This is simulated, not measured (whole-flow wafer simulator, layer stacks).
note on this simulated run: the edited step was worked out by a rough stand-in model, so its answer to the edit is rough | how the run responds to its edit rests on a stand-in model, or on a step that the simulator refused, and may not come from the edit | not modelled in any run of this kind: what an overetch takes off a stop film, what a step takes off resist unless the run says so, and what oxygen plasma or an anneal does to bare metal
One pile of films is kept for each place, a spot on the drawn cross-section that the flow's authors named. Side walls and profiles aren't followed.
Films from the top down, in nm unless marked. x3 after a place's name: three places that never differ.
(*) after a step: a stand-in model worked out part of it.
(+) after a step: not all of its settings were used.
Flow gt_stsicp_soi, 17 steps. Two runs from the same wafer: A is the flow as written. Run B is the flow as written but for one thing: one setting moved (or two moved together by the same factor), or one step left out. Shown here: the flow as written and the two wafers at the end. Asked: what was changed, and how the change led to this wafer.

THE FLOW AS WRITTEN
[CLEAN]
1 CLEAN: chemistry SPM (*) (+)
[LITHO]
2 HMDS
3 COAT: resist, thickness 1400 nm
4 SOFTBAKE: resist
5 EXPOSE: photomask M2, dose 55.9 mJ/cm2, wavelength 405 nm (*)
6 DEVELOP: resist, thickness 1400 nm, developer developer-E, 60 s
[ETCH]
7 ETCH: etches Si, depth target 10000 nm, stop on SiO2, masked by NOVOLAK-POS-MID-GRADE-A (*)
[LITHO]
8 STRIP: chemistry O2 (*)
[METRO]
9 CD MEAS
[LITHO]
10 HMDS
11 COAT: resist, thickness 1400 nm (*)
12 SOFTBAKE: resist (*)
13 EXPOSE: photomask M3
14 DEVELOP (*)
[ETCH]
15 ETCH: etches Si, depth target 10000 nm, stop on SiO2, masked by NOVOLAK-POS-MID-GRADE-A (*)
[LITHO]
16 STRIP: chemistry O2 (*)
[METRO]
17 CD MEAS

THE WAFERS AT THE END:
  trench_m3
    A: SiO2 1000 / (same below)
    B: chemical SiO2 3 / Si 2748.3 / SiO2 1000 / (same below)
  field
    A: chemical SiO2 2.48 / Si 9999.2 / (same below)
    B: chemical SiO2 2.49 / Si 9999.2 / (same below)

The cause: step 15, ETCH: depth target 7250 nm was run, where the flow has depth target 10000 nm.

How the change led to this, step by step:
  15 ETCH: etches Si, depth target 10000 nm, stop on SiO2, masked by NOVOLAK-POS-MID-GRADE-A (*)
      trench_m3: A chemical SiO2 -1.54 (all of it), Si -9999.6 (all of it) | B chemical SiO2 -1.54 (all of it), Si -7250
      field, trench_m2: A resist -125 | B resist -90.6
  16 STRIP: chemistry O2 (*)
      trench_m3: A nothing | B chemical SiO2 +3 (new film), Si -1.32
      field: A resist -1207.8 (all of it), chemical SiO2 +0.94, Si -0.41 | B resist -1242.1 (all of it), chemical SiO2 +0.94, Si -0.41
